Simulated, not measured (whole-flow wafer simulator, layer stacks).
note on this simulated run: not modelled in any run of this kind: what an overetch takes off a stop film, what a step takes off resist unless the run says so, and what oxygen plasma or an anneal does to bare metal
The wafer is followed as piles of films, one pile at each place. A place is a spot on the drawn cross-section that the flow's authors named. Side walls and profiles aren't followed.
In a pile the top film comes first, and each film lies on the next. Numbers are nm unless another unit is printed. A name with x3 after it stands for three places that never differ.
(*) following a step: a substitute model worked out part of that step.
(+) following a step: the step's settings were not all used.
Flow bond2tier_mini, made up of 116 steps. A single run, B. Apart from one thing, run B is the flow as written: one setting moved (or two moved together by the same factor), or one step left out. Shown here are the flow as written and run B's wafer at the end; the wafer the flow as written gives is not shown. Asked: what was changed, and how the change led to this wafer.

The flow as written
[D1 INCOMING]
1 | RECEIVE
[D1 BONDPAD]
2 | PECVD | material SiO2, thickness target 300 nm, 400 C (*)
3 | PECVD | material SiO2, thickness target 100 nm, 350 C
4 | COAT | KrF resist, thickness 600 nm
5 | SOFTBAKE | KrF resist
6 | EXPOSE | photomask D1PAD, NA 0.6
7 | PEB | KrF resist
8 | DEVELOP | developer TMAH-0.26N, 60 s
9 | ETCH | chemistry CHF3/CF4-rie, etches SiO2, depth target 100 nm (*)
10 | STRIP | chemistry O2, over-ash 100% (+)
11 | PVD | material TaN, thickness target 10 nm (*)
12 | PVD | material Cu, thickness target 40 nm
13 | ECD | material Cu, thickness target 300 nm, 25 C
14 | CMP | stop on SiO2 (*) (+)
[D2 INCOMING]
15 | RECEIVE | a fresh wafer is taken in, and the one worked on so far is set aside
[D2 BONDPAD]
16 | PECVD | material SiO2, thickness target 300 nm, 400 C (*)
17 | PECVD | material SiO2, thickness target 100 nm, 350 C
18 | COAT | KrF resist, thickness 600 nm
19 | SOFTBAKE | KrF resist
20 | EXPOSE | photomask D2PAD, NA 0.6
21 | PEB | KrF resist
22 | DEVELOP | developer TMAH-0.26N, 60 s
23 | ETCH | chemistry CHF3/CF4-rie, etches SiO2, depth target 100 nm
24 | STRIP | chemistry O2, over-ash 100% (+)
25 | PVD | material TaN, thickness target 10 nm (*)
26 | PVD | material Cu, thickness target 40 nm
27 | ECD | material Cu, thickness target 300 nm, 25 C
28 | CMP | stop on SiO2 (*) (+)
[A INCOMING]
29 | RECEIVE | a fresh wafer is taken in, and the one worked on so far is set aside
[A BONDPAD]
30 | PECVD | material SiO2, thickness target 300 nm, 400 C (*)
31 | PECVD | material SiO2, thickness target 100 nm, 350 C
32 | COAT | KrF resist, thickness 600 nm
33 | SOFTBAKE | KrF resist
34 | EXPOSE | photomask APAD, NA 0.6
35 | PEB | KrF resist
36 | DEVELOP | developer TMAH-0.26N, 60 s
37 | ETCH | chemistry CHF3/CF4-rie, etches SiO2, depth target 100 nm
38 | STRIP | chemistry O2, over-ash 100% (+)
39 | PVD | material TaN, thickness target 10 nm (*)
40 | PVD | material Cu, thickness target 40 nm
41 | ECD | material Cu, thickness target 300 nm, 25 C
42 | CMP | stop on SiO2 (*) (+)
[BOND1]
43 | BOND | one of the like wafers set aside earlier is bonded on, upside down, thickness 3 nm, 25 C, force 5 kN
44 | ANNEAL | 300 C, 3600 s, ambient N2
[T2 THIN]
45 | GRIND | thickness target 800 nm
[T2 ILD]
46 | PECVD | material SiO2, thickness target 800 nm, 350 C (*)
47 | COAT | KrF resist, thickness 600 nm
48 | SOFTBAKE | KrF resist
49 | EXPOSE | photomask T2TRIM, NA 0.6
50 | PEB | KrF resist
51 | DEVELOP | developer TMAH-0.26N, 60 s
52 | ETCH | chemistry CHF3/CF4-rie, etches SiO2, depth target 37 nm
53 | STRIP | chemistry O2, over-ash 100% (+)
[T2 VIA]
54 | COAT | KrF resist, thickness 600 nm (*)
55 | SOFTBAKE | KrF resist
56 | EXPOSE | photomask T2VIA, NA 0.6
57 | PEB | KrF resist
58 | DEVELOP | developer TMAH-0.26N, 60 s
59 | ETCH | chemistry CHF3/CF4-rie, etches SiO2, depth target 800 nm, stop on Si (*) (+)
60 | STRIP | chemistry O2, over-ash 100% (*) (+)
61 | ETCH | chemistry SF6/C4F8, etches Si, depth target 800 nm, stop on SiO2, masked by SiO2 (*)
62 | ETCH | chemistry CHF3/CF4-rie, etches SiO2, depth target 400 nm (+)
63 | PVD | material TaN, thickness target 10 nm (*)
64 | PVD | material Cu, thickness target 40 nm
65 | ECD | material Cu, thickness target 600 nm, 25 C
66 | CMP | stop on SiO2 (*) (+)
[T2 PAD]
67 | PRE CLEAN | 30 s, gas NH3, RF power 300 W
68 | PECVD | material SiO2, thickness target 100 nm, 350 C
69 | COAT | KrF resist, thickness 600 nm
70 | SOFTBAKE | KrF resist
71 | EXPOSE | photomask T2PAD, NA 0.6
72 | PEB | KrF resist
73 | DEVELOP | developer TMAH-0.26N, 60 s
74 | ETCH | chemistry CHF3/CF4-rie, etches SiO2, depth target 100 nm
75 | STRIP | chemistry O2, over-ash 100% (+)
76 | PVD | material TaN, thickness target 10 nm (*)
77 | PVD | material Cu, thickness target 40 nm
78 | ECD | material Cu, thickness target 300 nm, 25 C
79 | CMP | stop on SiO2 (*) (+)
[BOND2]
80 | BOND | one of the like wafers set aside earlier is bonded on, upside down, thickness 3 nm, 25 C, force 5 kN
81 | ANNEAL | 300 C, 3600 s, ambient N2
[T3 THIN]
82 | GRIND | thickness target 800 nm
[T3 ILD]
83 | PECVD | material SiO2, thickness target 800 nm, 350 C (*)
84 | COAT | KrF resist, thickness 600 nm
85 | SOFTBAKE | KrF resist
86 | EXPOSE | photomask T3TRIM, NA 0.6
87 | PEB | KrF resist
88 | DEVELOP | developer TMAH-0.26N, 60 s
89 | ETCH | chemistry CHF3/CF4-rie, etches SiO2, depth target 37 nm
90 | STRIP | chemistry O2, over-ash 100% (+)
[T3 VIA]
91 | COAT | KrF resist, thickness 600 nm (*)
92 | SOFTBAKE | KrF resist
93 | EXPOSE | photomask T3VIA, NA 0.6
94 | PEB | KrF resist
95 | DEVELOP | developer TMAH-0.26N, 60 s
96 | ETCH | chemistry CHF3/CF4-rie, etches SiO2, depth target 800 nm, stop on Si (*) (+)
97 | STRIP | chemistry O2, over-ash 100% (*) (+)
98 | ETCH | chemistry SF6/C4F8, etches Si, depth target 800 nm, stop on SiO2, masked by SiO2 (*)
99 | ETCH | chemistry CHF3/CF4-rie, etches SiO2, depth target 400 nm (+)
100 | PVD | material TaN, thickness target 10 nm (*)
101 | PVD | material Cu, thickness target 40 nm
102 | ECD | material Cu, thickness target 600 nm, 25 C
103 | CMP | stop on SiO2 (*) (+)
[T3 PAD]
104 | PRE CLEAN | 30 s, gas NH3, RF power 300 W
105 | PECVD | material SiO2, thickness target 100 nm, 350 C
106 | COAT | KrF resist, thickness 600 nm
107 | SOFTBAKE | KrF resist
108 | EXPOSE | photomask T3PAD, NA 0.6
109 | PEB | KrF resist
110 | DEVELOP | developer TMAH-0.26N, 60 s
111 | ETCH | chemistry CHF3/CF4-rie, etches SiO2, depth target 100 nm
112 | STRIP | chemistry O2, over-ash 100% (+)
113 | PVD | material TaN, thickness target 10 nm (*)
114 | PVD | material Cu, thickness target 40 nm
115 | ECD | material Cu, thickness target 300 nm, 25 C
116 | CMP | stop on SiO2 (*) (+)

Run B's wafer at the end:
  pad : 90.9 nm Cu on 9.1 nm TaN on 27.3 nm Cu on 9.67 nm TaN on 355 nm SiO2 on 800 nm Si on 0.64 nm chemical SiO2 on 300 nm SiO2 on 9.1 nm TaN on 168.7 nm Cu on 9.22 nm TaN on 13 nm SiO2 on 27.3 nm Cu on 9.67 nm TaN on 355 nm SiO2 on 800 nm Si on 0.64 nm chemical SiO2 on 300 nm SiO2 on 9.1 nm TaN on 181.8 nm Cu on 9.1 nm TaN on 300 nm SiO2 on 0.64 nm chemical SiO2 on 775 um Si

The reason: step 74, ETCH: depth target 87 nm was run, though the flow has depth target 100 nm.

How this came from the change, step by step:
  74 | ETCH | chemistry CHF3/CF4-rie, etches SiO2, depth target 100 nm
      pad: SiO2 loses 87 (as written it would have been: SiO2 loses 100 (all of it))
      field: KrF resist loses 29 (as written it would have been: KrF resist loses 33.3)
  78 | ECD | material Cu, thickness target 300 nm, 25 C
      pad: Cu gains 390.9 (as written it would have been: Cu gains 404.5)
If metal films that touch count as one body, pad has 4 bodies (between them, from the top down: SiO2 355 / Si 800 / chemical SiO2 0.64 / SiO2 300; SiO2 13; SiO2 355 / Si 800 / chemical SiO2 0.64 / SiO2 300); the flow as written gives 3 bodies (between them, from the top down: SiO2 355 / Si 800 / chemical SiO2 0.64 / SiO2 300; SiO2 355 / Si 800 / chemical SiO2 0.64 / SiO2 300).
